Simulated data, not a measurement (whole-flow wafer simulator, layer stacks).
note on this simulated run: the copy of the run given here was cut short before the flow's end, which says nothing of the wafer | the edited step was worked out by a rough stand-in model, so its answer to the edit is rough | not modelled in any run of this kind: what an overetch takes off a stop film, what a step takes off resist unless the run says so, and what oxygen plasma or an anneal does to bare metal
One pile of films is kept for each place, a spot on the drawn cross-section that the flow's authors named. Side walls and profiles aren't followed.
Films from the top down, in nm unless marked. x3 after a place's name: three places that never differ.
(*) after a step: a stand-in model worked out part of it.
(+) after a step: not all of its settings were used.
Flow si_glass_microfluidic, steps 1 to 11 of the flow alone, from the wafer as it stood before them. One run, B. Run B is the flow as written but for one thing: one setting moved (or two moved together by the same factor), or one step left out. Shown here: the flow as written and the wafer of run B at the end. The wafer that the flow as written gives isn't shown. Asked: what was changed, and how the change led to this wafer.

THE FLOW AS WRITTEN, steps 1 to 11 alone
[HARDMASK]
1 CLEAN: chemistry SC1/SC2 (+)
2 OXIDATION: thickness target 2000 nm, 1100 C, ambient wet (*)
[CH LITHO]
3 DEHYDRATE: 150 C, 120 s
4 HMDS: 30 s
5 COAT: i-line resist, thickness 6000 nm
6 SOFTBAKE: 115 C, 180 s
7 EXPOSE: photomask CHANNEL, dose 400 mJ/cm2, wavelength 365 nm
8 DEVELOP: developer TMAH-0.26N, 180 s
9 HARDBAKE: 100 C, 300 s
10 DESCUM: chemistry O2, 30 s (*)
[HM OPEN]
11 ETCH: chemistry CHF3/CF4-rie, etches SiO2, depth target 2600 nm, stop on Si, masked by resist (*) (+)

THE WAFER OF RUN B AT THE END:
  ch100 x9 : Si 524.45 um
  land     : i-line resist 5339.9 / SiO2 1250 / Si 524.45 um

The cause: step 2, OXIDATION: thickness target 1250 nm was run, where the flow has thickness target 2000 nm.
It can be read off the wafer: land has SiO2 1250, and step 2 as written asks for 2000 nm.

How the change led to this, step by step:
  2 OXIDATION: thickness target 2000 nm, 1100 C, ambient wet (*)
      land, ch100 x9: SiO2 +1250 (new film), chemical SiO2 -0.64 (all of it), Si -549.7 (as written it would be: SiO2 +2000 (new film), chemical SiO2 -0.64 (all of it), Si -879.7)
  11 ETCH: chemistry CHF3/CF4-rie, etches SiO2, depth target 2600 nm, stop on Si, masked by resist (*) (+)
      ch100 x9: SiO2 -1250 (all of it) (as written it would be: SiO2 -2000 (all of it))
      land: i-line resist -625 (as written it would be: i-line resist -866.7)
